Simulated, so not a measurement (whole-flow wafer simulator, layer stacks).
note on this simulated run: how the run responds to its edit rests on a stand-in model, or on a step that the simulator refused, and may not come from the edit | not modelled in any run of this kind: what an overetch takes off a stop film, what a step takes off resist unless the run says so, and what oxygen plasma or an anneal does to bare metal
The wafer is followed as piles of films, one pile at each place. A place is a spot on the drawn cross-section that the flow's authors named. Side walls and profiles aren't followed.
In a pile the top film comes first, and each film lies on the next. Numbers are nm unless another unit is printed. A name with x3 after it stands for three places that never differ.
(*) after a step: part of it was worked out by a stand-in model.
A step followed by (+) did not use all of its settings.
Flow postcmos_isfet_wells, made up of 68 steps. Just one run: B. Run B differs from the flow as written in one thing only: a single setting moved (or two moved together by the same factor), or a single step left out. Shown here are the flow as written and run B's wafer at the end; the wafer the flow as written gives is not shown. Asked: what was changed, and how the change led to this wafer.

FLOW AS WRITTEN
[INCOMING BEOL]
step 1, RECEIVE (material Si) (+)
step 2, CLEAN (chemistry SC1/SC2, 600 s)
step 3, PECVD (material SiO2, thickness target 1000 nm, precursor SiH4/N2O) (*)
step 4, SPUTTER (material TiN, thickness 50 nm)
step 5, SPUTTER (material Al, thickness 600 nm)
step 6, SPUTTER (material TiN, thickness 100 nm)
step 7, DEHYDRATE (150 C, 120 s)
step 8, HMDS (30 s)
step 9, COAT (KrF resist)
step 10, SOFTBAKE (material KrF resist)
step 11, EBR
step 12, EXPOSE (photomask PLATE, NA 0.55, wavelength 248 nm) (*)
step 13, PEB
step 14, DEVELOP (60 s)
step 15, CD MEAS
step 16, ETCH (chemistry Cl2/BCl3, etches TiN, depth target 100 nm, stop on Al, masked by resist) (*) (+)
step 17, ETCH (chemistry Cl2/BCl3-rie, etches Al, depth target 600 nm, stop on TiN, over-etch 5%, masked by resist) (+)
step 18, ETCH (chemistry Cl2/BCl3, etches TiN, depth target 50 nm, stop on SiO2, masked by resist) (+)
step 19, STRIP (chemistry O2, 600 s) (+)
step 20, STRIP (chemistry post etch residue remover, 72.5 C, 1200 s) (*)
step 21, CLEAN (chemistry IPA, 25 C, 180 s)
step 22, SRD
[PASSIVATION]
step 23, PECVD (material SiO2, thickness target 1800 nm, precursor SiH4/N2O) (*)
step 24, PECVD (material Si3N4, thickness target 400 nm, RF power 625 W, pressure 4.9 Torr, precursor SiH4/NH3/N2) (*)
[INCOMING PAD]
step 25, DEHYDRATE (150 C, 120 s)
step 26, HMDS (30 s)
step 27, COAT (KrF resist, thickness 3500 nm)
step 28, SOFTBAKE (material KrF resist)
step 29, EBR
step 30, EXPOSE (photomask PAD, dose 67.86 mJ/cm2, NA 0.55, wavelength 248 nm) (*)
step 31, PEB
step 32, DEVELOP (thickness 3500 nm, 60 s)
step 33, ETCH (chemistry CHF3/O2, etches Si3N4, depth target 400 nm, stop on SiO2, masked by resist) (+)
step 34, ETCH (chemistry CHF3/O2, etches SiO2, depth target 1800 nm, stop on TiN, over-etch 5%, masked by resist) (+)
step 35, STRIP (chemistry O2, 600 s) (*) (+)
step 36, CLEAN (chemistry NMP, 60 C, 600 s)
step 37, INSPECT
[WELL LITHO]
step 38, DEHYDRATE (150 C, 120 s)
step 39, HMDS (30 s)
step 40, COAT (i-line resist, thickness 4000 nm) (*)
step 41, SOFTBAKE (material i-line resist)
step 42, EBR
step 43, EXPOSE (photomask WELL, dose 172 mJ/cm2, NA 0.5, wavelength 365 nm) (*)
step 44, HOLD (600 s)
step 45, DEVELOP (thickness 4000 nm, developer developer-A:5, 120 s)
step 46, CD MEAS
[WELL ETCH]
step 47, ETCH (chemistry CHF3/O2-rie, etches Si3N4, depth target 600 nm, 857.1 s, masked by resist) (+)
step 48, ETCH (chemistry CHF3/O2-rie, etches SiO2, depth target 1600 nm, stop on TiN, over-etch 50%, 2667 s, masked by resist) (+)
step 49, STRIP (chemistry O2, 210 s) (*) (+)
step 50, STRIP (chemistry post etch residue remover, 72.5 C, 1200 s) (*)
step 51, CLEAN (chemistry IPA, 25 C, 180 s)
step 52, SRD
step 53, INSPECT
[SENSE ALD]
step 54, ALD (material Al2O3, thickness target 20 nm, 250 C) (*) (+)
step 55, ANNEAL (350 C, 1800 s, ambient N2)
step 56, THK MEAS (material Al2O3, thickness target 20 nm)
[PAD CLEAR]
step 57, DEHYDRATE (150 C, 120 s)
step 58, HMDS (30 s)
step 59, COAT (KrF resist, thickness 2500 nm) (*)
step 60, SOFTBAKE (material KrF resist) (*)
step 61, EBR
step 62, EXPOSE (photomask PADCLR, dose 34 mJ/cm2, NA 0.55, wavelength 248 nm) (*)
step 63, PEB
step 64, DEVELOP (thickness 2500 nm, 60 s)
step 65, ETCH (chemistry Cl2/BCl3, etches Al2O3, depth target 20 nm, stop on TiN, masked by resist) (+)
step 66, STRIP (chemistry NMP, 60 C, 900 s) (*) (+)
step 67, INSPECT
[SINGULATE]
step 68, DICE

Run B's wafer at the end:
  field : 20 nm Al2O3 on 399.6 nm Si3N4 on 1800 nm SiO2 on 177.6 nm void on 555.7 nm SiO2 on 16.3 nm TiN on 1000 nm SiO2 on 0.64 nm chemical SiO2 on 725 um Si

Cause: step 18, ETCH: depth target 33.3 nm was run, while the flow as written has depth target 50 nm.

The path from the change to this, step by step:
  step 18, ETCH (chemistry Cl2/BCl3, etches TiN, depth target 50 nm, stop on SiO2, masked by resist) (+)
      field: TiN loses 33.3 (in the flow as written it would be: TiN loses 50 (all of it))
      margin, well900, well1300, well2000, well3000, pad_rim, pad_clr, pad_open: KrF resist loses 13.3 (in the flow as written it would be: KrF resist loses 20)
  step 23, PECVD (material SiO2, thickness target 1800 nm, precursor SiH4/N2O) (*)
      field: SiO2 gains 1800 (new film), void gains 177.6 (new film), SiO2 gains 555.7 (new film) (in the flow as written it would be: SiO2 gains 1800 (new film), void gains 189.9 (new film), SiO2 gains 559.7)
If metal films that touch count as one body, field has 1 body; the flow as written gives 0 bodies.
